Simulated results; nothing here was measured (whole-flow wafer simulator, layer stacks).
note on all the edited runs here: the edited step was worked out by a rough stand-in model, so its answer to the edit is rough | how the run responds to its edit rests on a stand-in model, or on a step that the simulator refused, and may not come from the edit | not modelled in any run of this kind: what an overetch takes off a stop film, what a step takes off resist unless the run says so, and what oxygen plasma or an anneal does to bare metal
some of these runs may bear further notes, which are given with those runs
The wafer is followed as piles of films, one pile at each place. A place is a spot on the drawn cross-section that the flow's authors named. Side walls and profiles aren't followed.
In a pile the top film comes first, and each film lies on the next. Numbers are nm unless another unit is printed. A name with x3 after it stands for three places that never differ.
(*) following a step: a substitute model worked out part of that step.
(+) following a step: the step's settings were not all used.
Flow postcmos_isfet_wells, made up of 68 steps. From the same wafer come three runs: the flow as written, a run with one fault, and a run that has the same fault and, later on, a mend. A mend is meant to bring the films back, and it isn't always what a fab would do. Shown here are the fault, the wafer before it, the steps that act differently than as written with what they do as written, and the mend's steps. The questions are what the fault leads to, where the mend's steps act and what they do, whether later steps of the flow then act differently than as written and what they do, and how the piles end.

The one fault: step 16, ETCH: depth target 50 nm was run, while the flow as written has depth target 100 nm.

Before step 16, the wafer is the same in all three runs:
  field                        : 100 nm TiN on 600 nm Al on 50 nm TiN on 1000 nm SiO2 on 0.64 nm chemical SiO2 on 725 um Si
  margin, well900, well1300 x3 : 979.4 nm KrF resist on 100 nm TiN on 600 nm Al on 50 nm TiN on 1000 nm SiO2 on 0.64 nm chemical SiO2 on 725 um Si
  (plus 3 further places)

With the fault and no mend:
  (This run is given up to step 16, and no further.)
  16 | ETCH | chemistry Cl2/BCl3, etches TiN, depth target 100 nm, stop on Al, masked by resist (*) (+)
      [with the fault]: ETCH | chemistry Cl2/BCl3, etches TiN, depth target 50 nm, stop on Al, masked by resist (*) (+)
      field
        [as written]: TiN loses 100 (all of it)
        [with the fault]: TiN loses 50
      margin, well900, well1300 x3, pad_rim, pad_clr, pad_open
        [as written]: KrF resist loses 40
        [with the fault]: KrF resist loses 20
  After step 16, at field, margin, well900, well1300 x3, pad_rim, pad_clr, pad_open, the piles differ from the flow's by more than 2% or 0.5 nm, whichever is larger.
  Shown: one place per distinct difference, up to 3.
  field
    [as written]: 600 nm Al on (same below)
    [with the fault]: 50 nm TiN on 600 nm Al on (same below)
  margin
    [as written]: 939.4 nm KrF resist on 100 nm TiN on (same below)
    [with the fault]: 959.4 nm KrF resist on 100 nm TiN on (same below)

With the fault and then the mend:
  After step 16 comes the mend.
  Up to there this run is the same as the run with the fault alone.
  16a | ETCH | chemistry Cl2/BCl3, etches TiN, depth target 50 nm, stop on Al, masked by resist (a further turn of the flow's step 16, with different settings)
      margin, well900, well1300 x3, pad_rim, pad_clr, pad_open
        KrF resist loses 20
      field
        TiN loses 50 (all of it)
  None of the later steps of the flow acts differently than as written at any place that is followed.
  The piles end the same as the flow's at every place that both follow.
